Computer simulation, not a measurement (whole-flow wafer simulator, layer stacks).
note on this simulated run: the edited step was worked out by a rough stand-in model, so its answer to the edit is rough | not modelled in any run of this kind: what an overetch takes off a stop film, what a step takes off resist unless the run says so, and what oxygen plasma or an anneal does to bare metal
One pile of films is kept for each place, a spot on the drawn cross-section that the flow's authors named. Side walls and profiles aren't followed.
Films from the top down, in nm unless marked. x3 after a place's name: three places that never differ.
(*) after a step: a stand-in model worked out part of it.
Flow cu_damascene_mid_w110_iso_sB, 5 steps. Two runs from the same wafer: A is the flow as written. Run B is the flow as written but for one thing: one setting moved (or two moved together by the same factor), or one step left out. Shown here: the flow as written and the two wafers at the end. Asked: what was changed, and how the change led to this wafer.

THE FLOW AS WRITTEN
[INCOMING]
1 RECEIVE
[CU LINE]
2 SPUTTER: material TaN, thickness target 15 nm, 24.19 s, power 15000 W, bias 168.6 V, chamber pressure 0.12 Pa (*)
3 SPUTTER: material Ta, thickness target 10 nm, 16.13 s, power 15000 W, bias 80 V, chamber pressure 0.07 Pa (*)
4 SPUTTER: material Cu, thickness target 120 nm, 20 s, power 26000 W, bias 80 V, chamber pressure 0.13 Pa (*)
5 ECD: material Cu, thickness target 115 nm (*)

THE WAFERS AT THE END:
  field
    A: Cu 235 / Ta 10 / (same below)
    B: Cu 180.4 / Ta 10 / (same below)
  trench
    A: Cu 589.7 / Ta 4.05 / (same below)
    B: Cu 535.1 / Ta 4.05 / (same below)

The cause: step 5, ECD: thickness target 60.4 nm was run, where the flow has thickness target 115 nm.

How the change led to this, step by step:
  5 ECD: material Cu, thickness target 115 nm (*)
      field: A Cu +115 | B Cu +60.4
      trench: A Cu +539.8 | B Cu +485.2
